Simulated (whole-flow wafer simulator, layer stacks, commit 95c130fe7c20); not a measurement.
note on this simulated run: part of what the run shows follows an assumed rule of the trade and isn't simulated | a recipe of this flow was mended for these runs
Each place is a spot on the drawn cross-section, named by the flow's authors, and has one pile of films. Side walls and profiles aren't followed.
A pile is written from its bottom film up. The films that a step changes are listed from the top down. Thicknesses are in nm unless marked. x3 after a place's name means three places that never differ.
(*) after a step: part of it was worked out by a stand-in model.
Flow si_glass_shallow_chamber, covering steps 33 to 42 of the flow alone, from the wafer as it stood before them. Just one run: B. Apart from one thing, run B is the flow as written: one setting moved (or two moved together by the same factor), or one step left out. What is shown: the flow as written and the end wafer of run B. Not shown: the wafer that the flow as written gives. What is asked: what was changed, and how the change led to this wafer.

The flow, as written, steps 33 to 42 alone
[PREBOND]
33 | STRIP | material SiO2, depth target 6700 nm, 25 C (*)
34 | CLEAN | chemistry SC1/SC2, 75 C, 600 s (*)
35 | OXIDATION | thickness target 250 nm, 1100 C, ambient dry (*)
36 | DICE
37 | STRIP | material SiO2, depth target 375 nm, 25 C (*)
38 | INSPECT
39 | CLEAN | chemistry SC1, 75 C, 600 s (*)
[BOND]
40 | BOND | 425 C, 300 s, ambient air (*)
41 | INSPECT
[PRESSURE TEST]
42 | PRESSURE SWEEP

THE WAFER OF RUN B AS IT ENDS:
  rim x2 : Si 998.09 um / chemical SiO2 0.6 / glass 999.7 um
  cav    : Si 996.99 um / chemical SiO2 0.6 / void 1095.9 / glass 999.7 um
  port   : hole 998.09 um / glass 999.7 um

Cause: step 35, OXIDATION: thickness target 196 nm was run, though the flow has thickness target 250 nm.

Step by step, how the change led to this:
  35 | OXIDATION | thickness target 250 nm, 1100 C, ambient dry (*)
      rim x2, cav, septum, ring: +196 SiO2 (new film), -0.6 chemical SiO2 (all of it), -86 Si (in the flow as written it would be: +250 SiO2 (new film), -0.6 chemical SiO2 (all of it), -109.7 Si)
  37 | STRIP | material SiO2, depth target 375 nm, 25 C (*)
      rim x2, cav, septum, ring: -196 SiO2 (all of it) (in the flow as written it would be: -250 SiO2 (all of it))
  40 | BOND | 425 C, 300 s, ambient air (*)
      port: +999.7 um glass (new film), +1041 hole (in the flow as written it would be: +999.7 um glass (new film), +1017.3 hole)
